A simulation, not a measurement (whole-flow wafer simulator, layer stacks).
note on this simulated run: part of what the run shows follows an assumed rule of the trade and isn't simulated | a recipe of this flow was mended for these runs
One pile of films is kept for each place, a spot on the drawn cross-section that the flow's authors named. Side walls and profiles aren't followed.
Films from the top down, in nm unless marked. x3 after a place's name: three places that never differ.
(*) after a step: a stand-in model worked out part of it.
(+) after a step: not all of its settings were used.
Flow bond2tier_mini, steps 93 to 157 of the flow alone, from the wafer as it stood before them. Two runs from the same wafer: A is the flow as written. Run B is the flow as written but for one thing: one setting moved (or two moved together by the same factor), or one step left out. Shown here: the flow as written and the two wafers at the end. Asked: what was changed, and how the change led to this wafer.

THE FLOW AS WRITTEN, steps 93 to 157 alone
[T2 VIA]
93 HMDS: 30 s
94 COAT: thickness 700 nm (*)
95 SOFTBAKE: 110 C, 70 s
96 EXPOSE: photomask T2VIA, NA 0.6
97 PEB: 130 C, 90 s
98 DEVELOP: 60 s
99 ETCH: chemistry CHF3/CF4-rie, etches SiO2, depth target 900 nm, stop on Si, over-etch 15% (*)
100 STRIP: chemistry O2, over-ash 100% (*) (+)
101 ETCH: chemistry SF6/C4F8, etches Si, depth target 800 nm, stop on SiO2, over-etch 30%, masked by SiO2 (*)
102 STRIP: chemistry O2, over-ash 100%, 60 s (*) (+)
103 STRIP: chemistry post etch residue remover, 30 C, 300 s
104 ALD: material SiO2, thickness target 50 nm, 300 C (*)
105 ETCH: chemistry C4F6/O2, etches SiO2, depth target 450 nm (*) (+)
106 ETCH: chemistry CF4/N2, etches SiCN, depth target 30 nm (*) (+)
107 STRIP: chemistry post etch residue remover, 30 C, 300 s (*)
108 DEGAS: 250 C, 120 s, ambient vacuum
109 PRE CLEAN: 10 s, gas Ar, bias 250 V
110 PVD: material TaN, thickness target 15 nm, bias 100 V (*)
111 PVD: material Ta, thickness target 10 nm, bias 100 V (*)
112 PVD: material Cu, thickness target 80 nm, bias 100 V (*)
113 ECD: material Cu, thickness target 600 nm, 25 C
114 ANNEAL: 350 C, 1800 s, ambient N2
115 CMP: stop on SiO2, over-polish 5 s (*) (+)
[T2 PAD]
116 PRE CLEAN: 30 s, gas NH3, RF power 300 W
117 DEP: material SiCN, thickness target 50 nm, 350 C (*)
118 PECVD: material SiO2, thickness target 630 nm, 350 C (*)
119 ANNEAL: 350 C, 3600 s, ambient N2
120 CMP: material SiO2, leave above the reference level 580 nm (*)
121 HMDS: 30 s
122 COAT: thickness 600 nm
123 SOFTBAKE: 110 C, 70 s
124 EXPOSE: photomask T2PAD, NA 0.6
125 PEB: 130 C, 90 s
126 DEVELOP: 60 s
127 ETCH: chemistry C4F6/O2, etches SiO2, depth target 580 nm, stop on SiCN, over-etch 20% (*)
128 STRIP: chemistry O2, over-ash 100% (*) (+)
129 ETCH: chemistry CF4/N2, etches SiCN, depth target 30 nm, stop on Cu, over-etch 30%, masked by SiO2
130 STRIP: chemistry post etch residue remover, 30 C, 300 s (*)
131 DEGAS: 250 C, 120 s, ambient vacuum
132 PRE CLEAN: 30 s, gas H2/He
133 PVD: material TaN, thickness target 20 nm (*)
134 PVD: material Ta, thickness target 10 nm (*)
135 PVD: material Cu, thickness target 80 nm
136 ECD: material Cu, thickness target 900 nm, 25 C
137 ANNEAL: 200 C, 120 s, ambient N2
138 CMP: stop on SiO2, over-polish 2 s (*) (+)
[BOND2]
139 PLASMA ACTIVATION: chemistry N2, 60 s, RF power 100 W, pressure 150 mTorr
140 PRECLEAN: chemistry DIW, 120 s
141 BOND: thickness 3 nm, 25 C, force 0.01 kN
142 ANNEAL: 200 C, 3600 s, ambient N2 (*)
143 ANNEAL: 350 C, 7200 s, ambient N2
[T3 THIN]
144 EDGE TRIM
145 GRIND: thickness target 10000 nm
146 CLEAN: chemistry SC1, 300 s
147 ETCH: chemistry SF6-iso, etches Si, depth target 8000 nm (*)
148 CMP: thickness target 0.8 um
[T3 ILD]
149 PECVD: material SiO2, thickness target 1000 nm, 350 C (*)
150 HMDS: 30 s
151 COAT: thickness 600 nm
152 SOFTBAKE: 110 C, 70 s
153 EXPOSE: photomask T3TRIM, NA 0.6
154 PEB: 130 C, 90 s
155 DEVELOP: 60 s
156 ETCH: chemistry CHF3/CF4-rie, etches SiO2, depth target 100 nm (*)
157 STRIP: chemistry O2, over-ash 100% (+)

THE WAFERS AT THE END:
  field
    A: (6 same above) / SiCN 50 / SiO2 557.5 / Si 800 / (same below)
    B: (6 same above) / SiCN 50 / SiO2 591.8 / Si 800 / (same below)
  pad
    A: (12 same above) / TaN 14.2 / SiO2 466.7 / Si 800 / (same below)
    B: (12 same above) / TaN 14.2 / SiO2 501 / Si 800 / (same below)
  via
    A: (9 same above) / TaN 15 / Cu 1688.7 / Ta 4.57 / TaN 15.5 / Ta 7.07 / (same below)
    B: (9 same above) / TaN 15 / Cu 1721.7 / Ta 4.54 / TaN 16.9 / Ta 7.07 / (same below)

The cause: step 105, ETCH: depth target 415.7 nm was run, where the flow has depth target 450 nm.

How the change led to this, step by step:
  105 ETCH: chemistry C4F6/O2, etches SiO2, depth target 450 nm (*) (+)
      field, pad: A SiO2 -450 | B SiO2 -415.7
      via: A SiO2 -348.1 (all of it), SiCN -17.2 | B SiO2 -348.1 (all of it), SiCN -11.4
  106 ETCH: chemistry CF4/N2, etches SiCN, depth target 30 nm (*) (+)
      via: A SiCN -17.6 (all of it), TaN -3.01 | B SiCN -23.4 (all of it), TaN -1.6
